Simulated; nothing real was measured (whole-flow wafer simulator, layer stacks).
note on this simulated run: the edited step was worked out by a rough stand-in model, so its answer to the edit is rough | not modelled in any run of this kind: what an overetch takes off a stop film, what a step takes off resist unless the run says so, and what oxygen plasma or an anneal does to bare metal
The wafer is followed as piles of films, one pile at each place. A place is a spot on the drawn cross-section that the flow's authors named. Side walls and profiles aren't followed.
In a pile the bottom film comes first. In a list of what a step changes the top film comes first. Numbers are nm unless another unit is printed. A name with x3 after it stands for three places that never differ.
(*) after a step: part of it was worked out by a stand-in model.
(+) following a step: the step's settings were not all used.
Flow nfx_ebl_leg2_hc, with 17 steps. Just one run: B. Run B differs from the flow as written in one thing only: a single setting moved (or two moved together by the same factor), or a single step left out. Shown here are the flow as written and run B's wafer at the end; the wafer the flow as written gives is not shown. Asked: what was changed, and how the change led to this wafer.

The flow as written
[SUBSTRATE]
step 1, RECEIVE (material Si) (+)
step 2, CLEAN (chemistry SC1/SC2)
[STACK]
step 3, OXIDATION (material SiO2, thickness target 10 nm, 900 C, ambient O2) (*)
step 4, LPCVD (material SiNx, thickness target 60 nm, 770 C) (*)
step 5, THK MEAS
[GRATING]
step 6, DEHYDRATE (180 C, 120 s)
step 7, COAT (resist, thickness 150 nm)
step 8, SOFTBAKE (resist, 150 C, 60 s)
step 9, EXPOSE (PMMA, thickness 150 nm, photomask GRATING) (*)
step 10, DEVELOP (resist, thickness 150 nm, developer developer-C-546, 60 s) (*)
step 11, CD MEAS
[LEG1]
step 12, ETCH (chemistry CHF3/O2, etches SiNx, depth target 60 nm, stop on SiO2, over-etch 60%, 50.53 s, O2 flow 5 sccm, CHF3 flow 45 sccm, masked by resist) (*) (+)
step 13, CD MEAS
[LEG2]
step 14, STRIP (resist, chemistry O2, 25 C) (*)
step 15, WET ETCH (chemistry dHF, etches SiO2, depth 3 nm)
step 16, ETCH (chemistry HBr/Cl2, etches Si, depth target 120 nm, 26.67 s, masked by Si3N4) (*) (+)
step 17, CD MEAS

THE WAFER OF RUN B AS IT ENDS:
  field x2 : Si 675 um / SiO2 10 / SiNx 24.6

Cause: step 4, LPCVD: thickness target 36 nm was run, while the flow as written has thickness target 60 nm.

The path from the change to this, step by step:
  step 4, LPCVD (material SiNx, thickness target 60 nm, 770 C) (*)
      field x2, pad x2: +36 SiNx (new film) (as written it would have been: +60 SiNx (new film))
  step 12, ETCH (chemistry CHF3/O2, etches SiNx, depth target 60 nm, stop on SiO2, over-etch 60%, 50.53 s, O2 flow 5 sccm, CHF3 flow 45 sccm, masked by resist) (*) (+)
      pad x2: -36 SiNx (all of it), -10 SiO2 (all of it) (as written it would have been: -60 SiNx (all of it), -10 SiO2 (all of it))
